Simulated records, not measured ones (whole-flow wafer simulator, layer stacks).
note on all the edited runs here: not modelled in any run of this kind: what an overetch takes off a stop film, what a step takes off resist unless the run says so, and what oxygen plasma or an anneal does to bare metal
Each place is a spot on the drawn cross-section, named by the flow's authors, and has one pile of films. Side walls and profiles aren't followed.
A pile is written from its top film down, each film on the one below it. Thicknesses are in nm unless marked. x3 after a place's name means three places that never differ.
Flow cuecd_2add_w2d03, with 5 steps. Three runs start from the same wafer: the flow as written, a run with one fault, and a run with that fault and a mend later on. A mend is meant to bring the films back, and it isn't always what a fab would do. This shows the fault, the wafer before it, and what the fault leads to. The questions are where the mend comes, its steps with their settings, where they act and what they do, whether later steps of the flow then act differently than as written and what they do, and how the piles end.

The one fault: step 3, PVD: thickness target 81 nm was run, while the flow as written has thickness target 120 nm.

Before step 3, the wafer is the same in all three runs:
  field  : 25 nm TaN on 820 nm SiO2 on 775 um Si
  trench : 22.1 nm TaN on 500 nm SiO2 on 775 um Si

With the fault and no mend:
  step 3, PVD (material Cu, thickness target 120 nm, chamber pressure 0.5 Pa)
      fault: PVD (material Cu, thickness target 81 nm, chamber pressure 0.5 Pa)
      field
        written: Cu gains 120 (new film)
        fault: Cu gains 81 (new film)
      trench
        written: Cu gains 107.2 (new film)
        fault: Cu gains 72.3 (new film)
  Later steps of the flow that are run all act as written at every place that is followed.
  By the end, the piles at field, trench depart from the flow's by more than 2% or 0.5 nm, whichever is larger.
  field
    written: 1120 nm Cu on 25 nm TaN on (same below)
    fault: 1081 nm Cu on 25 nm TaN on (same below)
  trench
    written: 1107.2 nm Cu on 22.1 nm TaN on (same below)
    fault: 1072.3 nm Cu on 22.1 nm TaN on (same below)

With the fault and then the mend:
  The mend stands after step 3.
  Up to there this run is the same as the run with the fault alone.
  step 3a, PVD (material Cu, thickness target 39 nm, chamber pressure 0.5 Pa) (the flow's step 3 again, with other settings)
      field
        Cu gains 39
      trench
        Cu gains 34.5
  Later steps of the flow that are run all act as written at every place that is followed.
  At the end the piles are close to the flow's at the places that both follow, differing by at most 2% or 0.5 nm, whichever is larger.
